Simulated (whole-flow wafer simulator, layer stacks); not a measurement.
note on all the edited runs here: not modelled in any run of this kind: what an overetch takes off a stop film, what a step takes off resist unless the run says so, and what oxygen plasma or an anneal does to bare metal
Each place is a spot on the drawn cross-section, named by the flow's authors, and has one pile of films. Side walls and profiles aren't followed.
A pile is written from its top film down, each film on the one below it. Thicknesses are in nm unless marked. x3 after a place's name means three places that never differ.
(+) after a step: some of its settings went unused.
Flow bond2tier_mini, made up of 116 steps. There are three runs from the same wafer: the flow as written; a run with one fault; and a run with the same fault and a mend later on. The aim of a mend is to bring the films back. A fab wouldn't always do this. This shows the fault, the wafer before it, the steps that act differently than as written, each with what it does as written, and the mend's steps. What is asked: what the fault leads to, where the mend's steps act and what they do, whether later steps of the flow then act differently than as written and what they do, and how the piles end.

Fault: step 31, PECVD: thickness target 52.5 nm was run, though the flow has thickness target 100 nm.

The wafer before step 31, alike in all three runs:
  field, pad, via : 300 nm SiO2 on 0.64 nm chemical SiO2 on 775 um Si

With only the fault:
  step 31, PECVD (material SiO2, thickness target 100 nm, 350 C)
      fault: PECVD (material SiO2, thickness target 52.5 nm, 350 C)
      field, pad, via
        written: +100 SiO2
        fault: +52.5 SiO2
  None of the later steps of the flow acts differently than as written at any place that is followed.
  At field, pad, the piles at the end differ from the flow's by more than 2% or 0.5 nm, whichever is larger.
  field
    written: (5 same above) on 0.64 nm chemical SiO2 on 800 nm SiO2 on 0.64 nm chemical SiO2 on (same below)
    fault: (5 same above) on 0.64 nm chemical SiO2 on 752.5 nm SiO2 on 0.64 nm chemical SiO2 on (same below)
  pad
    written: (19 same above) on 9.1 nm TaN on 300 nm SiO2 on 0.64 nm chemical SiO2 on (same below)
    fault: (19 same above) on 9.1 nm TaN on 252.5 nm SiO2 on 0.64 nm chemical SiO2 on (same below)

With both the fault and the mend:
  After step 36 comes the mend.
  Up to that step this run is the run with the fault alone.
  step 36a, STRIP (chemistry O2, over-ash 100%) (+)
      field
        -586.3 KrF resist (all of it)
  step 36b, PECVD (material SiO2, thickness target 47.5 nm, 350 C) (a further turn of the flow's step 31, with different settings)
      field, pad, via
        +47.5 SiO2
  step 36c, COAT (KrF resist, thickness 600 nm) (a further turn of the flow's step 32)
      field, pad, via
        +600 KrF resist (new film)
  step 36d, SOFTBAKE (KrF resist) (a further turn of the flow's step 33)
      does not change any film at any place that is followed
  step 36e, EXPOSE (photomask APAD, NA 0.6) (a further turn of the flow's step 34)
      does not change any film at any place that is followed
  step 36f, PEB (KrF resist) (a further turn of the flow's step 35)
      does not change any film at any place that is followed
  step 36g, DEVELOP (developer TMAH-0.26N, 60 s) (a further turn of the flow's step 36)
      pad, via
        -600 KrF resist (all of it)
      field
        -13.7 KrF resist
  None of the later steps of the flow acts differently than as written at any place that is followed.
  The piles end the same as the flow's at every place that both follow.
